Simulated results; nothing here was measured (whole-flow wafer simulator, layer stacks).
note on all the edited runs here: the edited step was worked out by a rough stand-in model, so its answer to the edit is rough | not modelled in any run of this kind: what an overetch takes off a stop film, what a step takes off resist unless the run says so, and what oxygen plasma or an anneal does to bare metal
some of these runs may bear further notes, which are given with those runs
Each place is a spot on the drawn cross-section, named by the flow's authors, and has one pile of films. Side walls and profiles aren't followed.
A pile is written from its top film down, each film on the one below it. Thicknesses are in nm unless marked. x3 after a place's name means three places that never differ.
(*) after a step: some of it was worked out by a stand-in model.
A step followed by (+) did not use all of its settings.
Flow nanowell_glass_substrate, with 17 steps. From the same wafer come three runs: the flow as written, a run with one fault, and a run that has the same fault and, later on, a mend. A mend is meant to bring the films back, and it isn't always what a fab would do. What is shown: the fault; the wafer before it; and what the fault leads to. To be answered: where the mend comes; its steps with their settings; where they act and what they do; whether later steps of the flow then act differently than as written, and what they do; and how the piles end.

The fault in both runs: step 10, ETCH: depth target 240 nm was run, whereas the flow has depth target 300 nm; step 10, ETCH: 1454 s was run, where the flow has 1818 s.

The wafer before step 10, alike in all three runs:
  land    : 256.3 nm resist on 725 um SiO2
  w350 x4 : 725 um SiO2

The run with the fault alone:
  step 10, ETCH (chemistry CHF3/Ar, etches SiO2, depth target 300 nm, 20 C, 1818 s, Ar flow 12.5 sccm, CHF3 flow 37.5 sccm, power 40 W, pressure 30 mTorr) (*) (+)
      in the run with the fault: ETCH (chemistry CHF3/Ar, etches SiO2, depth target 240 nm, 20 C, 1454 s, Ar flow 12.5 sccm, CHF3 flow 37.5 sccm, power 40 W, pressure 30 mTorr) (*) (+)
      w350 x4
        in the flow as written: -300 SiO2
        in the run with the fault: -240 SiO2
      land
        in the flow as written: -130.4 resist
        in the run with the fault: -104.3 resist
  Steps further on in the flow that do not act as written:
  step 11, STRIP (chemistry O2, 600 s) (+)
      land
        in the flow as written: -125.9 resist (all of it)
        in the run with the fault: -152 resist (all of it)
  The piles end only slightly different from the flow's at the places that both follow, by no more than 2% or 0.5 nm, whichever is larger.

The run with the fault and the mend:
  After step 10 comes the mend.
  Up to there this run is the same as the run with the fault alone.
  step 10a, ETCH (chemistry CHF3/Ar, etches SiO2, depth target 60 nm, 20 C, 363.6 s, Ar flow 12.5 sccm, CHF3 flow 37.5 sccm, power 40 W, pressure 30 mTorr) (*) (+) (the flow's step 10 again, with other settings)
      w350 x4
        -60 SiO2
      land
        -26.1 resist
  None of the later steps of the flow acts differently than as written at any place that is followed.
  By the end, the piles equal the flow's at every place that both follow.
